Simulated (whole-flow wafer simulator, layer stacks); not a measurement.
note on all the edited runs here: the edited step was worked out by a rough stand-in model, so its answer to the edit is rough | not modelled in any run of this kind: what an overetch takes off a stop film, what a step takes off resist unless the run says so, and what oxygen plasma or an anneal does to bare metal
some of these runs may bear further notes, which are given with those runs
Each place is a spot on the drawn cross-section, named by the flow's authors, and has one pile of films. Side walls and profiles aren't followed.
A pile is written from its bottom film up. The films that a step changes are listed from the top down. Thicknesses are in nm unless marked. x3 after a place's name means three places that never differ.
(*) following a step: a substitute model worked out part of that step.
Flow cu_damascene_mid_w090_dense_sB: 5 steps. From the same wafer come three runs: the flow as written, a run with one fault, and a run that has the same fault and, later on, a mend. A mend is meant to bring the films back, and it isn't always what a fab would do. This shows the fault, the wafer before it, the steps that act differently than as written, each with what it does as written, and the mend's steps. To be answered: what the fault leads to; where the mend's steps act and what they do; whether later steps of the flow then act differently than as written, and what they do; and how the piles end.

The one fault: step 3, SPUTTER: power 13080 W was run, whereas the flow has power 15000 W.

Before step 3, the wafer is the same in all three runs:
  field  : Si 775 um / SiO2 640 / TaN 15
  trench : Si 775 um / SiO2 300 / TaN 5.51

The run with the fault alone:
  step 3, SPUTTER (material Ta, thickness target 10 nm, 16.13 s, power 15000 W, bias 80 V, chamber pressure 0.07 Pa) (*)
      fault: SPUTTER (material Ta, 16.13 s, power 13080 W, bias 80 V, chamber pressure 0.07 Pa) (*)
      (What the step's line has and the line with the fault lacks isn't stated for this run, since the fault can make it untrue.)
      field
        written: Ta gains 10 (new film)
        fault: Ta gains 8.72 (new film)
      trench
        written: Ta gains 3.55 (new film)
        fault: Ta gains 3 (new film)
  Later steps of the flow that are run all act as written at every place that is followed, up to a difference of at most 2% or 0.5 nm, whichever is larger.
  The piles end different from the flow's at field, trench by more than 2% or 0.5 nm, whichever is larger.
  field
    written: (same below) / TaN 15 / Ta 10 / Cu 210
    fault: (same below) / TaN 15 / Ta 8.72 / Cu 210
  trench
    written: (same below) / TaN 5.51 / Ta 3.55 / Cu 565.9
    fault: (same below) / TaN 5.51 / Ta 3 / Cu 565.2

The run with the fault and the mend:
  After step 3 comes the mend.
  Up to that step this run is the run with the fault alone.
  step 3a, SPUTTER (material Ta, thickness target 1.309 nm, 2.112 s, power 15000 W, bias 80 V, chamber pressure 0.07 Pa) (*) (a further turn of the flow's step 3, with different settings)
      field
        Ta gains 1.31
      trench
        Ta gains 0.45
  Later steps of the flow that are run all act as written at every place that is followed, up to a difference of at most 2% or 0.5 nm, whichever is larger.
  When the end is reached, the piles differ only a little from the flow's at the places that both follow, at most by 2% or 0.5 nm, whichever is larger.
